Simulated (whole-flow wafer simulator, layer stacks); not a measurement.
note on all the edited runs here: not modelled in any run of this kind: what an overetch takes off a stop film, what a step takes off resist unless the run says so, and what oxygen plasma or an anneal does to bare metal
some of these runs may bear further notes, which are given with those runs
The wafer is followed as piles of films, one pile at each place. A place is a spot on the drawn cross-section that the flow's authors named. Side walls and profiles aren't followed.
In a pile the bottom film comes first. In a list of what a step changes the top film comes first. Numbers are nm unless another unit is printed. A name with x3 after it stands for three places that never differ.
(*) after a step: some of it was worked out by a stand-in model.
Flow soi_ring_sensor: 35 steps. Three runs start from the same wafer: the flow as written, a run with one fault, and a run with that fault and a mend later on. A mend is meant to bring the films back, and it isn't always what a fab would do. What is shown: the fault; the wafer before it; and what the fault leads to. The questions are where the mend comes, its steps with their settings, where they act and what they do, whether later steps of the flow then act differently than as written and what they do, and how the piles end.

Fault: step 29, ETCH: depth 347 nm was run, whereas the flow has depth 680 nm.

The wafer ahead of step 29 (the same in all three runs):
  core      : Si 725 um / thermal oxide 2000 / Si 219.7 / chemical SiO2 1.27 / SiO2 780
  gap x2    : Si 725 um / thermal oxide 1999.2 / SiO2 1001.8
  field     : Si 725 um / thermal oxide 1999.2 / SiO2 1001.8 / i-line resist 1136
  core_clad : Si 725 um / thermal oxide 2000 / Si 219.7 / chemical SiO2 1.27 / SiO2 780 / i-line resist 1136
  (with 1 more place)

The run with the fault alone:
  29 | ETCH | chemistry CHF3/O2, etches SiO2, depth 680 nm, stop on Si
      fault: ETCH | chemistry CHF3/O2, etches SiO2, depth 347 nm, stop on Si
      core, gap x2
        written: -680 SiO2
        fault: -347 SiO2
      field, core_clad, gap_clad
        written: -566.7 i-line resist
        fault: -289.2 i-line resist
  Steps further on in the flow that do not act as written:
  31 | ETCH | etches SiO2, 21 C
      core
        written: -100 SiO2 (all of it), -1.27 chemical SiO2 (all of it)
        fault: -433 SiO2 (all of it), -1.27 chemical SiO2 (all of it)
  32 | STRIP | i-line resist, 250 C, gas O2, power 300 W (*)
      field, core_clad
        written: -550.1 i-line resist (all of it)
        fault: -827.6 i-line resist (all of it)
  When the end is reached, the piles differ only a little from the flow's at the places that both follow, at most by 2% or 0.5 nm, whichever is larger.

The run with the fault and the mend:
  The mend follows step 29.
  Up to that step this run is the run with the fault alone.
  29a | ETCH | chemistry CHF3/O2, etches SiO2, depth 333 nm, stop on Si (the flow's step 29 again, with other settings)
      core, gap x2
        -333 SiO2
      field, core_clad, gap_clad
        -277.5 i-line resist
  Later steps of the flow that are run all act as written at every place that is followed.
  At every place that both follow, the piles at the end match the flow's.
